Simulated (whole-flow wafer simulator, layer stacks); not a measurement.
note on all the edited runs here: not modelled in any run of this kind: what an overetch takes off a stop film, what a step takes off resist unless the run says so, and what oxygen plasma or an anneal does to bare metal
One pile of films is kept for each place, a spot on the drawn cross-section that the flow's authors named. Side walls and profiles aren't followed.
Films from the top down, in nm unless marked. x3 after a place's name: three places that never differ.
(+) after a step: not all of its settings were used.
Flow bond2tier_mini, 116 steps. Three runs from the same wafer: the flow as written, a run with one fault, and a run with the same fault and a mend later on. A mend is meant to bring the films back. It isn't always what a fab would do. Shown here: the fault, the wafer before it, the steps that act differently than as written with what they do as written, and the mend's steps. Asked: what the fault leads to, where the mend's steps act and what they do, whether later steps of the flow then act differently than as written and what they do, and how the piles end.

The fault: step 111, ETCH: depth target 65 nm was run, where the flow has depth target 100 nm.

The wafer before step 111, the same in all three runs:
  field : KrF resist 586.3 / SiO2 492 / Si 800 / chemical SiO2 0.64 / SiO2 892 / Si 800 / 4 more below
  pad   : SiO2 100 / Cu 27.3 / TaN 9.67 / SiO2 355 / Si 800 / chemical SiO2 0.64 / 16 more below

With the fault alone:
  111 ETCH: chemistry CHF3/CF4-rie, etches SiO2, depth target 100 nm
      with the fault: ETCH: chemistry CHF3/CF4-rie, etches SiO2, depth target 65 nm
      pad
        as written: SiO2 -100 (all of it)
        with the fault: SiO2 -65
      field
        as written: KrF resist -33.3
        with the fault: KrF resist -21.7
  Later steps of the flow that act differently than as written (1 more step differs only slightly, by at most 2% or 0.5 nm, whichever is larger, and isn't shown):
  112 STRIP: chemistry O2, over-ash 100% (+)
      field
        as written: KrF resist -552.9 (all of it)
        with the fault: KrF resist -564.6 (all of it)
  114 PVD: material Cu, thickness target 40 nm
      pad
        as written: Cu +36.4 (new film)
        with the fault: Cu +37.6 (new film)
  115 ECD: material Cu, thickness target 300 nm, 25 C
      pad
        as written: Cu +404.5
        with the fault: Cu +367.9
  At the end the piles differ from the flow's by more than 2% or 0.5 nm, whichever is larger, at pad.
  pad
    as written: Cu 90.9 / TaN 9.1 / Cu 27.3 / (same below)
    with the fault: Cu 55.6 / TaN 9.41 / SiO2 35 / Cu 27.3 / (same below)

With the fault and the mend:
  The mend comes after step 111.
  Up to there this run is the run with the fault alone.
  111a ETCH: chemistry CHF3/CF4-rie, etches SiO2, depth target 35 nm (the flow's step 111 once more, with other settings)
      field
        KrF resist -11.7
      pad
        SiO2 -35 (all of it)
  No later step of the flow acts differently than as written at any place that is followed.
  At the end the piles are the same as the flow's at every place that both follow.
